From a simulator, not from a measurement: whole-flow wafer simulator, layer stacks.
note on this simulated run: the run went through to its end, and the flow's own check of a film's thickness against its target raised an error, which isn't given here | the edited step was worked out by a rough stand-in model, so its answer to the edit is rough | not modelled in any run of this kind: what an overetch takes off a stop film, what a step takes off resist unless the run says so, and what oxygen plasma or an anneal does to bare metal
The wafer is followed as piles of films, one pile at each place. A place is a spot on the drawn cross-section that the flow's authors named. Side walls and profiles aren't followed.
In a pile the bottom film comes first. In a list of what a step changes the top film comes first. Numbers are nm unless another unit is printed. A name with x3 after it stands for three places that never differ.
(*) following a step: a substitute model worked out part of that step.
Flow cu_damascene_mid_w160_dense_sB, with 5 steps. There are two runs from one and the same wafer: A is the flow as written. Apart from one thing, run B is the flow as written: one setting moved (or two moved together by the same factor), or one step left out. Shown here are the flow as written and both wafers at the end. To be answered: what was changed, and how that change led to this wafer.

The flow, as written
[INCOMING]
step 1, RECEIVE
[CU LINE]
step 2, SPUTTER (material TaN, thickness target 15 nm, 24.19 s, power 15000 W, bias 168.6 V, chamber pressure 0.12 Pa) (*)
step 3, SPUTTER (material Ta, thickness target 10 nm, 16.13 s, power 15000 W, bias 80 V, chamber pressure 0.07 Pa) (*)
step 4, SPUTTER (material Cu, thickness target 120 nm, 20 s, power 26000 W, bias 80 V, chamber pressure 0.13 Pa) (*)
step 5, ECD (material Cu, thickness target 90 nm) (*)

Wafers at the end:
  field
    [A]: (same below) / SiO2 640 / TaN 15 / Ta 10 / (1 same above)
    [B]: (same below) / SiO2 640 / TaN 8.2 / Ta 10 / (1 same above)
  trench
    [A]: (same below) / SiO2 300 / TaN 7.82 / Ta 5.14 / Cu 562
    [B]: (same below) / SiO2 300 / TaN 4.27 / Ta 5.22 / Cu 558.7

What caused this: step 2, SPUTTER: thickness target 8.2 nm was run, while the flow as written has thickness target 15 nm; step 2, SPUTTER: 13.3 s was run, where the flow has 24.19 s.
The wafer lets one read it off: field has TaN 8.2, and step 2 as written asks for 15 nm.

Step by step, how the change led to this:
  step 2, SPUTTER (material TaN, thickness target 15 nm, 24.19 s, power 15000 W, bias 168.6 V, chamber pressure 0.12 Pa) (*)
      field: A +15 TaN (new film) | B +8.2 TaN (new film)
      trench: A +7.82 TaN (new film) | B +4.27 TaN (new film)
